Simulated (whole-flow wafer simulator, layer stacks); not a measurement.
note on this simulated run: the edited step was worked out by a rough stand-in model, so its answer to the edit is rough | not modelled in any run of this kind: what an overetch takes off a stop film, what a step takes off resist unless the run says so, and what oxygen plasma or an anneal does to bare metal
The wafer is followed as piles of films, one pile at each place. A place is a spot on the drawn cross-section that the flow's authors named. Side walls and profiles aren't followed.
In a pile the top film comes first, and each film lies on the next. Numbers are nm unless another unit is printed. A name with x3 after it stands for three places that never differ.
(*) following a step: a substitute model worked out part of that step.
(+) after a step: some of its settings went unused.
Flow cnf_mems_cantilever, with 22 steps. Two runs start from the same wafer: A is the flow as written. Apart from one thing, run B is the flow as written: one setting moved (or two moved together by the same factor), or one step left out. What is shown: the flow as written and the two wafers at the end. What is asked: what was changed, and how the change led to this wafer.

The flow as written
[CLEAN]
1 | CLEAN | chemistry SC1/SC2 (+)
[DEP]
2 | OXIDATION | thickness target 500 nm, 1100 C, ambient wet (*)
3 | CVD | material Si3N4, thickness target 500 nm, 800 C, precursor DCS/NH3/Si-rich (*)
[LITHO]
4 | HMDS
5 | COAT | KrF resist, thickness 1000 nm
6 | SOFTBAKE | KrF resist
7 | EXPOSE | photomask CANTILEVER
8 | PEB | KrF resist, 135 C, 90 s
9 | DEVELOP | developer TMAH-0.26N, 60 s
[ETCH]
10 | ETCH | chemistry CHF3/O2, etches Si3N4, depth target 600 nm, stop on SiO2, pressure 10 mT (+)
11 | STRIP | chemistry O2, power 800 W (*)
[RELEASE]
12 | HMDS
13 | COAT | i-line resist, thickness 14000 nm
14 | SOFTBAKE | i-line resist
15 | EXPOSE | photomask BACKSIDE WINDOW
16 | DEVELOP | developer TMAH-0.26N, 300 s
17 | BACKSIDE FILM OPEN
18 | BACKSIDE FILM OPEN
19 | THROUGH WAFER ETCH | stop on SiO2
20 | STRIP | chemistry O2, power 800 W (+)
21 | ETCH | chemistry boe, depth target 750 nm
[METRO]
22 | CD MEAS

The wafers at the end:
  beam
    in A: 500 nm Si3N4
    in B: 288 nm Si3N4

Cause: step 3, CVD: thickness target 288 nm was run, though the flow has thickness target 500 nm.
The wafer lets one read it off: beam has Si3N4 288, and step 3 as written asks for 500 nm.

How this came from the change, step by step:
  3 | CVD | material Si3N4, thickness target 500 nm, 800 C, precursor DCS/NH3/Si-rich (*)
      field, beam: A Si3N4 gains 500 (new film) | B Si3N4 gains 288 (new film)
  10 | ETCH | chemistry CHF3/O2, etches Si3N4, depth target 600 nm, stop on SiO2, pressure 10 mT (+)
      field: A Si3N4 loses 500 (all of it) | B Si3N4 loses 288 (all of it)
      beam: A KrF resist loses 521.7 | B KrF resist loses 375.7
  11 | STRIP | chemistry O2, power 800 W (*)
      beam: A KrF resist loses 419.9 (all of it) | B KrF resist loses 566 (all of it)
